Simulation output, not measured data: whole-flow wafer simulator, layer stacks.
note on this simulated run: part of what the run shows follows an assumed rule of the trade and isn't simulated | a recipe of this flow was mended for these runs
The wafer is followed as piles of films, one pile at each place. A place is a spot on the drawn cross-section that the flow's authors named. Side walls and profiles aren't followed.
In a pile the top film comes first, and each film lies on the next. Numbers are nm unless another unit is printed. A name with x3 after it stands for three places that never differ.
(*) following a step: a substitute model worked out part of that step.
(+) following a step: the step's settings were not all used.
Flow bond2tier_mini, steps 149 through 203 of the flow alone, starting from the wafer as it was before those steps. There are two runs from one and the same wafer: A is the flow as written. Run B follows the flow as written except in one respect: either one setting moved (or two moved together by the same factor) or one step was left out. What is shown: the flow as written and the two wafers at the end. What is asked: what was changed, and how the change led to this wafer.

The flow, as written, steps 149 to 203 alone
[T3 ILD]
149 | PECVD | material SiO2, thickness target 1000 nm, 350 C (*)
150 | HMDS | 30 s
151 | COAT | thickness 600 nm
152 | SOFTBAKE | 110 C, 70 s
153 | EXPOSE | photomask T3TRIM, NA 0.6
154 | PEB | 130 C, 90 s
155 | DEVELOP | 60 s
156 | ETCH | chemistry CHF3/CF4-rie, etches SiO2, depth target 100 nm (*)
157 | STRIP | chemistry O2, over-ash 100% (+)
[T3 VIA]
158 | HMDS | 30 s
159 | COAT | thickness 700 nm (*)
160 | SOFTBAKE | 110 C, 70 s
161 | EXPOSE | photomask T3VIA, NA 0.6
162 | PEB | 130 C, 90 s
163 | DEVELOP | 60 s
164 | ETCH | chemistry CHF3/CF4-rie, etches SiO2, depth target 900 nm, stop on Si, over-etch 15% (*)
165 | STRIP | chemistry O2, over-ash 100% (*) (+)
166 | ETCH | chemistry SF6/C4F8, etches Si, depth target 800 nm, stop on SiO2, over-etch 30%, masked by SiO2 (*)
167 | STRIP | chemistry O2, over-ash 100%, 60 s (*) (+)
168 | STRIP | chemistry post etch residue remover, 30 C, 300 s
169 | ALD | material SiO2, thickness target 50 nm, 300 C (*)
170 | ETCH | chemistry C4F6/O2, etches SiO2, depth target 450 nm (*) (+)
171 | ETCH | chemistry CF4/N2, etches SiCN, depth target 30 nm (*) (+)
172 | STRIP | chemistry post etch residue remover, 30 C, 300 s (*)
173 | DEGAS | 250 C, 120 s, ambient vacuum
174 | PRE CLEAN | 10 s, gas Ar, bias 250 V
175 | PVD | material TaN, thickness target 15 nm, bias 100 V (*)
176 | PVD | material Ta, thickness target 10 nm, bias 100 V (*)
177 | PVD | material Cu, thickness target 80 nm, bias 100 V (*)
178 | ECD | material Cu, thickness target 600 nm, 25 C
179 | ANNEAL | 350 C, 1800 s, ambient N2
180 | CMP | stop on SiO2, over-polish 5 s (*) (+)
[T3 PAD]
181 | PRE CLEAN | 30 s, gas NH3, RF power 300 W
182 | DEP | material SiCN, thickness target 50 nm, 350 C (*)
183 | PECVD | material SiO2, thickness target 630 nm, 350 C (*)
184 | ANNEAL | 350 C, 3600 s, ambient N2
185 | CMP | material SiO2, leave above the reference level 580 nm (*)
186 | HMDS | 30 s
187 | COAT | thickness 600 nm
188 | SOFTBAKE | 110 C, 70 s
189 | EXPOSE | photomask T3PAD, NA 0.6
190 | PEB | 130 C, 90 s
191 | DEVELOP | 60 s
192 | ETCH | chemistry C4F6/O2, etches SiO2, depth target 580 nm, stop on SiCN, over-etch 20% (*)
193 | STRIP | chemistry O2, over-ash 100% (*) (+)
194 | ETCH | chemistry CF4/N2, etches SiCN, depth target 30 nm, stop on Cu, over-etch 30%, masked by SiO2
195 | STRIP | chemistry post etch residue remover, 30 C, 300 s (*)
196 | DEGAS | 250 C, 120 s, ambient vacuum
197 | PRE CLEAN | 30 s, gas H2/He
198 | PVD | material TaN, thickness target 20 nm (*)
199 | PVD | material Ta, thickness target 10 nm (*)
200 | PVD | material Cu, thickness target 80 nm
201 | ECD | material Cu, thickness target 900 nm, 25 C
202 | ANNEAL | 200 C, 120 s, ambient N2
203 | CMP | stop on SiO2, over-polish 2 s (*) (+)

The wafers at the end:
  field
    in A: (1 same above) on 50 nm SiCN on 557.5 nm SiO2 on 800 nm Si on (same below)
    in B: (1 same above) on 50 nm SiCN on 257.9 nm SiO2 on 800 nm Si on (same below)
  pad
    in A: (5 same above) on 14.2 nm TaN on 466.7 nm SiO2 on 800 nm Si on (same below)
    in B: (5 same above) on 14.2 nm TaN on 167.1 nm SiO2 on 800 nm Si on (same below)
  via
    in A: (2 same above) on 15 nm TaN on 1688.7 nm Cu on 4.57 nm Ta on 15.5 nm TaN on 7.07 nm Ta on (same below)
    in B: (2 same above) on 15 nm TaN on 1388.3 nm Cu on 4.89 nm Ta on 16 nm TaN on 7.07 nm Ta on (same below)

The reason: step 149, PECVD: thickness target 700 nm was run, though the flow has thickness target 1000 nm.

The path from the change to this, step by step:
  149 | PECVD | material SiO2, thickness target 1000 nm, 350 C (*)
      field, pad, via: A SiO2 gains 1000 (new film) | B SiO2 gains 700 (new film)
  164 | ETCH | chemistry CHF3/CF4-rie, etches SiO2, depth target 900 nm, stop on Si, over-etch 15% (*)
      field, pad: A thick-KrF-resist loses 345 | B thick-KrF-resist loses 230
      via: A SiO2 loses 900 (all of it), Si loses 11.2 | B SiO2 loses 600 (all of it), Si loses 36.2
  165 | STRIP | chemistry O2, over-ash 100% (*) (+)
      field: A thick-KrF-resist loses 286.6 (all of it) | B thick-KrF-resist loses 401.6 (all of it)
      pad: A thick-KrF-resist loses 372.9 (all of it) | B thick-KrF-resist loses 487.9 (all of it)
  166 | ETCH | chemistry SF6/C4F8, etches Si, depth target 800 nm, stop on SiO2, over-etch 30%, masked by SiO2 (*)
      via: A Si loses 788.8 (all of it), chemical SiO2 loses 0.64 (all of it), SiO2 loses 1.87 | B Si loses 763.8 (all of it), chemical SiO2 loses 0.64 (all of it), SiO2 loses 2.12
  177 | PVD | material Cu, thickness target 80 nm, bias 100 V (*)
      via: A Cu gains 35 (new film) | B Cu gains 37.6 (new film)
  178 | ECD | material Cu, thickness target 600 nm, 25 C
      via: A Cu gains 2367 | B Cu gains 2063.9
